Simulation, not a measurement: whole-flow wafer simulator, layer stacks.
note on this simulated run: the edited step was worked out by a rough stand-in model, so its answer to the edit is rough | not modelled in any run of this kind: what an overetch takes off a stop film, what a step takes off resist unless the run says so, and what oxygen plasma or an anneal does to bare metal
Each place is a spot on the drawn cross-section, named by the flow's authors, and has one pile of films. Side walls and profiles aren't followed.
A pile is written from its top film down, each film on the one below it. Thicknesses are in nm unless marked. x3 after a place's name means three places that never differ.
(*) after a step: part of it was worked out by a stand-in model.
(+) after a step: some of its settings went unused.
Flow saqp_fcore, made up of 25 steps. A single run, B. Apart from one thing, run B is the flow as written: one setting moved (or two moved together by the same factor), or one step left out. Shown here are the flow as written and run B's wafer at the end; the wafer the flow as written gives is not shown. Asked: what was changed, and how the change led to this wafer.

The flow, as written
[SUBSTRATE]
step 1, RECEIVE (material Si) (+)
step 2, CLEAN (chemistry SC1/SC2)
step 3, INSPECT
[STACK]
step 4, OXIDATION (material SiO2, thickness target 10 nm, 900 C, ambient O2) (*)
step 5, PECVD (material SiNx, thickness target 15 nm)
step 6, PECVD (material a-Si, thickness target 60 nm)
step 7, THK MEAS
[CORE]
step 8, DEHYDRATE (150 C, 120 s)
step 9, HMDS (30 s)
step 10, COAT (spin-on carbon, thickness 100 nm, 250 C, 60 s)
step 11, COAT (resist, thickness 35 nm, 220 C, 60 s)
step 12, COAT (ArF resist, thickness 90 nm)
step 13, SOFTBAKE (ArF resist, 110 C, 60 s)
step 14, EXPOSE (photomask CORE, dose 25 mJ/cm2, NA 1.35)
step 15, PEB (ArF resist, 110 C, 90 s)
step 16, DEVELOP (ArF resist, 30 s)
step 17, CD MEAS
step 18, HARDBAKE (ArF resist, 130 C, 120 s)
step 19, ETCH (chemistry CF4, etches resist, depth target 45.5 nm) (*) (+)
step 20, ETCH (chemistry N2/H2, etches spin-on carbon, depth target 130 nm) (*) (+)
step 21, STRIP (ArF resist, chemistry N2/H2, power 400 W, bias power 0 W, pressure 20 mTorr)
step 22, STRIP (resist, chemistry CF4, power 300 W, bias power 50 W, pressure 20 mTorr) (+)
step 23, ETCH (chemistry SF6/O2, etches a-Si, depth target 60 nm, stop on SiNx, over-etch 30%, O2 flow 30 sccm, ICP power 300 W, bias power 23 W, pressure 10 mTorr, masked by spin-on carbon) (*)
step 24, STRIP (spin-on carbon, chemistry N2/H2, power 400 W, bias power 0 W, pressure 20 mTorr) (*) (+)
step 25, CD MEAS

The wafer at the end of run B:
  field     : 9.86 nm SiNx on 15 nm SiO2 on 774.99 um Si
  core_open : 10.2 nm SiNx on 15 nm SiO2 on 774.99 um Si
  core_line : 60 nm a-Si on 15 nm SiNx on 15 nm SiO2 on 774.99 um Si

Cause: step 4, OXIDATION: thickness target 15 nm was run, while the flow as written has thickness target 10 nm.
One can read it off the wafer: field has SiO2 15, and step 4 as written asks for 10 nm.

Step by step, how the change led to this:
  step 4, OXIDATION (material SiO2, thickness target 10 nm, 900 C, ambient O2) (*)
      field, core_open, core_line: SiO2 gains 15 (new film), chemical SiO2 loses 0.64 (all of it), Si loses 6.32 (in the flow as written it would be: SiO2 gains 10 (new film), chemical SiO2 loses 0.64 (all of it), Si loses 4.12)
